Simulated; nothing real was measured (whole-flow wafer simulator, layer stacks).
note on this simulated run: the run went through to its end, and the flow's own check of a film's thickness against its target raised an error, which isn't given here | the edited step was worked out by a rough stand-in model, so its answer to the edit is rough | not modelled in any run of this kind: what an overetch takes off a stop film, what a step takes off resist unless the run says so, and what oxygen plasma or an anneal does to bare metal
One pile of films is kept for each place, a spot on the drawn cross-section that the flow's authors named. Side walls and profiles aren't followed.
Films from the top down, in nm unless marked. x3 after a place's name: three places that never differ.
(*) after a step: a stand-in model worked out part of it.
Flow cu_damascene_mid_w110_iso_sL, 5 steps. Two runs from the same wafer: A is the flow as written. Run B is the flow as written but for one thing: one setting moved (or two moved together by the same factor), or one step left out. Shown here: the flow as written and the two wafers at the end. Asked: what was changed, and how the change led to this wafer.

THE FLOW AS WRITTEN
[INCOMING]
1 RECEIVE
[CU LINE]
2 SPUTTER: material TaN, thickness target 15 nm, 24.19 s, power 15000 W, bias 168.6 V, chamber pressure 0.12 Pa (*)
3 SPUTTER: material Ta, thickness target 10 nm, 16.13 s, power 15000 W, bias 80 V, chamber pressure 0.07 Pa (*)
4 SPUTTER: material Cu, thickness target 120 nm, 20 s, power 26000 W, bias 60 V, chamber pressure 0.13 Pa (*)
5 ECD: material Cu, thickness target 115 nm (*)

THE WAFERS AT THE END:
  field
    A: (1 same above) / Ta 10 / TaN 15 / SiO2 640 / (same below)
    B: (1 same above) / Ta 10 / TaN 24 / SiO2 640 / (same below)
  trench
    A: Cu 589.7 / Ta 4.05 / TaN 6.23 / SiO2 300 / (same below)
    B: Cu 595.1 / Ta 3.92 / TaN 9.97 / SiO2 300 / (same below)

The cause: step 2, SPUTTER: thickness target 24 nm was run, where the flow has thickness target 15 nm.
It can be read off the wafer: field has TaN 24, and step 2 as written asks for 15 nm.

How the change led to this, step by step:
  2 SPUTTER: material TaN, thickness target 15 nm, 24.19 s, power 15000 W, bias 168.6 V, chamber pressure 0.12 Pa (*)
      field: A TaN +15 (new film) | B TaN +24 (new film)
      trench: A TaN +6.23 (new film) | B TaN +9.97 (new film)
  4 SPUTTER: material Cu, thickness target 120 nm, 20 s, power 26000 W, bias 60 V, chamber pressure 0.13 Pa (*)
      trench: A Cu +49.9 (new film) | B Cu +48.4 (new film)
